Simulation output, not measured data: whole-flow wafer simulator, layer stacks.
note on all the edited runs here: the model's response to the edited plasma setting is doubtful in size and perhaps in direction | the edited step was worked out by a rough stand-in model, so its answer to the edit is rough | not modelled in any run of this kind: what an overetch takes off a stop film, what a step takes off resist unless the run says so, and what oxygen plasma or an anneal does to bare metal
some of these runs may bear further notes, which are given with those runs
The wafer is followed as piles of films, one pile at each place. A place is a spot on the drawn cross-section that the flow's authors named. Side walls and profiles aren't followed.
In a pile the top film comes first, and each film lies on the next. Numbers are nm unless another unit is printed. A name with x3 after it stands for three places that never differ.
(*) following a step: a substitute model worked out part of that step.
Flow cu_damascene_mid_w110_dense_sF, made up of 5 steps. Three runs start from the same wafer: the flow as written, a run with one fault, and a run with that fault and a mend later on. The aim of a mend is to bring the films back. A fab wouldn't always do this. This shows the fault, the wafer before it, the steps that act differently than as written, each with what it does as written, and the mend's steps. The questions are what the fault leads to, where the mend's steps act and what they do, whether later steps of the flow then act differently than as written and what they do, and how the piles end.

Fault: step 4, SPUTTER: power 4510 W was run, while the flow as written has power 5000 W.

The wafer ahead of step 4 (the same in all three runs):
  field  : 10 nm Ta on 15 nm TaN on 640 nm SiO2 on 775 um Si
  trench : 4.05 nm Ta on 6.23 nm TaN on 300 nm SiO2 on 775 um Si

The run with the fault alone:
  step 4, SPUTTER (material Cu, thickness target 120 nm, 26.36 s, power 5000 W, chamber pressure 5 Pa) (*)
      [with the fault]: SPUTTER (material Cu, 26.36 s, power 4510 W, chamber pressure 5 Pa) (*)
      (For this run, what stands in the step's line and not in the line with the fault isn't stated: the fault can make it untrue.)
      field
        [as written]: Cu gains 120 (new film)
        [with the fault]: Cu gains 105.2 (new film)
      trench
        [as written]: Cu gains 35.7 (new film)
        [with the fault]: Cu gains 33.3 (new film)
  Later steps of the flow acting differently than as written:
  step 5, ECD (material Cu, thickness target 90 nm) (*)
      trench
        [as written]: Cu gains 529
        [with the fault]: Cu gains 516.6
  By the end, the piles at field, trench depart from the flow's by more than 2% or 0.5 nm, whichever is larger.
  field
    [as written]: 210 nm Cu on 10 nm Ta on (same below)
    [with the fault]: 195.2 nm Cu on 10 nm Ta on (same below)
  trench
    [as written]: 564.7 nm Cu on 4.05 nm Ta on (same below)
    [with the fault]: 549.9 nm Cu on 4.05 nm Ta on (same below)

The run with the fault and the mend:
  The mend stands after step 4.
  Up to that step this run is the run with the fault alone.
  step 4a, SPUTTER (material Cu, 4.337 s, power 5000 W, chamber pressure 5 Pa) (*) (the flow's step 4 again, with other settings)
      field
        Cu gains 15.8
      trench
        Cu gains 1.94
  None of the later steps of the flow differs from how it acts as written, at any place that is followed, by more than 2% or 0.5 nm, whichever is larger.
  When the end is reached, the piles differ only a little from the flow's at the places that both follow, at most by 2% or 0.5 nm, whichever is larger.
